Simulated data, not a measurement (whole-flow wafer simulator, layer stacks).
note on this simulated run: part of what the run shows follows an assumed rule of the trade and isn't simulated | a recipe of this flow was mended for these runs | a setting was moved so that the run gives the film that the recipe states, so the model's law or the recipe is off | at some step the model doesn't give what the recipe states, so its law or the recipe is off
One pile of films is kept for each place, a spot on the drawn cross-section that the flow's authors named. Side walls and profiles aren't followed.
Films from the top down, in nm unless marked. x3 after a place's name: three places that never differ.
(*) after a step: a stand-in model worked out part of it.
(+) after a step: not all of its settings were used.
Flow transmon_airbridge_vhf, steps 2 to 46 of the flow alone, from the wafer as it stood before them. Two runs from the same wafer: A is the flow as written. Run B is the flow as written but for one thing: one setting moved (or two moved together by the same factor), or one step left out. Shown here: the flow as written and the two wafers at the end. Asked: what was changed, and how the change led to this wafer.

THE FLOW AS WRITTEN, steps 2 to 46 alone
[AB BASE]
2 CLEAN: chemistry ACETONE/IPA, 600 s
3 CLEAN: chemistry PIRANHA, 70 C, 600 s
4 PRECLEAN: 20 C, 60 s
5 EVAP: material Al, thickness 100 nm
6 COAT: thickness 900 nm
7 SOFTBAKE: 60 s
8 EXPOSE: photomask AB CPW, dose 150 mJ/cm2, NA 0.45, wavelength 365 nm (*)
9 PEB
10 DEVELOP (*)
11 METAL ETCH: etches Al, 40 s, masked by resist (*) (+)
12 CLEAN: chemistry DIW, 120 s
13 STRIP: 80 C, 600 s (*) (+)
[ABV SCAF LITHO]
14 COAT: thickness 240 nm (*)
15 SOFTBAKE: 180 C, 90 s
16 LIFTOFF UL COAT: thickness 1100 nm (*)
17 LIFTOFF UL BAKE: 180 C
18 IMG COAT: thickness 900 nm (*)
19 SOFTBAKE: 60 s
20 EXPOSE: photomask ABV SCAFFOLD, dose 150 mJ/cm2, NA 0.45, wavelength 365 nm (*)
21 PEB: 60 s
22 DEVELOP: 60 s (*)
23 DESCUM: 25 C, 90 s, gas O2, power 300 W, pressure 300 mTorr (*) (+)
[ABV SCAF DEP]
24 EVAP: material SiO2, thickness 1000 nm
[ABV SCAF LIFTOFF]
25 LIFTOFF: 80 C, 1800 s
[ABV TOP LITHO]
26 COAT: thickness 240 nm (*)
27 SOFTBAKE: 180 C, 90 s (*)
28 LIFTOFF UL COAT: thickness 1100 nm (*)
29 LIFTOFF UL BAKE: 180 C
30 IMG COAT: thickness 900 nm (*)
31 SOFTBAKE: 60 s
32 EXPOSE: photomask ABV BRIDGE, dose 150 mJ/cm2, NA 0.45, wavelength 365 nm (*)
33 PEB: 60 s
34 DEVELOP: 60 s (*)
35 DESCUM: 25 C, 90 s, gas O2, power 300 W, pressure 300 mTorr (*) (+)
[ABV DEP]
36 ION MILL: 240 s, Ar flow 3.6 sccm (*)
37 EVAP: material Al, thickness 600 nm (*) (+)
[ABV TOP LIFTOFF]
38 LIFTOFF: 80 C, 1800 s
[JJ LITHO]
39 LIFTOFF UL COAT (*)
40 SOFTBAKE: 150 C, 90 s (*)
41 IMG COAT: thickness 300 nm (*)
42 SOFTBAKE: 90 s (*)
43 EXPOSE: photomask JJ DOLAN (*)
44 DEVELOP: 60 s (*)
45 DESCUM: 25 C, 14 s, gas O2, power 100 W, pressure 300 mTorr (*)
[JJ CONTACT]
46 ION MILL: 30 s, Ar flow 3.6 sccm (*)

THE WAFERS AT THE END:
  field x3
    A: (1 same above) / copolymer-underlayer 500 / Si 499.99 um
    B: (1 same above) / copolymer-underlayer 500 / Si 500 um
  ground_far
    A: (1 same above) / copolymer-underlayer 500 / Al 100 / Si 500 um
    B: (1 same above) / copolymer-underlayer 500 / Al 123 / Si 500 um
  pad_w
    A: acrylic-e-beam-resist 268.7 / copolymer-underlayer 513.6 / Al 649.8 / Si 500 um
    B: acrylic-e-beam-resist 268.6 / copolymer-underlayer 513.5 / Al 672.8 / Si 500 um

The cause: step 5, EVAP: thickness 123 nm was run, where the flow has thickness 100 nm.
It can be read off the wafer: ground_far has Al 123, and step 5 as written asks for 100 nm.

How the change led to this, step by step:
  5 EVAP: material Al, thickness 100 nm
      field x3, jj_line, ground_far and 12 more: A Al +100 (new film) | B Al +123 (new film)
  11 METAL ETCH: etches Al, 40 s, masked by resist (*) (+)
      field x3, jj_line, gap_w, gap_e: A Al -86.7 (all of it), Si -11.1 | B Al -109.7 (all of it), Si -3.44
